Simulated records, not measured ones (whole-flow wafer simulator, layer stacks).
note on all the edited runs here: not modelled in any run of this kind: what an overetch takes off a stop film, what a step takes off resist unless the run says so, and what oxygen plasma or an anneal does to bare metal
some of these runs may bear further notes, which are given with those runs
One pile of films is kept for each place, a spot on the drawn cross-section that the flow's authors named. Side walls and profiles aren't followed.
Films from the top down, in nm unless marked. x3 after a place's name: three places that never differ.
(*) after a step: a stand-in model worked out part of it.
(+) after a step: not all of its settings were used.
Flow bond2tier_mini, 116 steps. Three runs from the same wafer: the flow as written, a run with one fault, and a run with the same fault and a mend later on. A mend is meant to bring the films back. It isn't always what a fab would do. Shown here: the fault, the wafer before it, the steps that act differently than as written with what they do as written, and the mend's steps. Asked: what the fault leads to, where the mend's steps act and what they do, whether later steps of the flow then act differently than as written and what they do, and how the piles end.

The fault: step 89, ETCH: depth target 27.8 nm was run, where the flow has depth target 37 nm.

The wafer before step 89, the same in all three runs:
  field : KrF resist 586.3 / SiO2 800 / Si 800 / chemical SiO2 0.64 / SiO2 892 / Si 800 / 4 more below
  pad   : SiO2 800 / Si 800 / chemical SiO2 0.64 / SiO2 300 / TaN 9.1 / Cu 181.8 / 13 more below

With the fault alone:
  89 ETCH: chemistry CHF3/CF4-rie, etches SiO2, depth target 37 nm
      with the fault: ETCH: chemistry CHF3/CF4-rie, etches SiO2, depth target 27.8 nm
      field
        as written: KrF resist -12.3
        with the fault: KrF resist -9.27
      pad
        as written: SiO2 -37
        with the fault: SiO2 -27.8
  No later step of the flow acts differently than as written, at any place that is followed, by more than 2% or 0.5 nm, whichever is larger.
  At the end the piles differ from the flow's by more than 2% or 0.5 nm, whichever is larger, at pad.
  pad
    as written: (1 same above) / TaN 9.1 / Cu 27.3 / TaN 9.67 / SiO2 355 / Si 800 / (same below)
    with the fault: (1 same above) / TaN 9.1 / Cu 18 / TaN 9.75 / SiO2 364.2 / Si 800 / (same below)

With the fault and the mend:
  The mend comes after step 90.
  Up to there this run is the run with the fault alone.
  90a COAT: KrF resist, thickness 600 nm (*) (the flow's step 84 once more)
      field
        KrF resist +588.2 (new film)
      pad
        KrF resist +612.3 (new film)
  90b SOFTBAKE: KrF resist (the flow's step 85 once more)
      changes no film at any place that is followed
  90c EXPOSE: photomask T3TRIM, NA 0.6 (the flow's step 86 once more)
      changes no film at any place that is followed
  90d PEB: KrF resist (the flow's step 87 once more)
      changes no film at any place that is followed
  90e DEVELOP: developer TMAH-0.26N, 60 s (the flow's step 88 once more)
      field
        KrF resist -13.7
      pad
        KrF resist -612.3 (all of it)
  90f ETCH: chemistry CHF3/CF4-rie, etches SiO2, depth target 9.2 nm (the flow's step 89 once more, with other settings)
      field
        KrF resist -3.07
      pad
        SiO2 -9.2
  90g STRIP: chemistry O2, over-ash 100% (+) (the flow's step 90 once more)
      field
        KrF resist -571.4 (all of it)
  No later step of the flow acts differently than as written at any place that is followed.
  At the end the piles are the same as the flow's at every place that both follow.
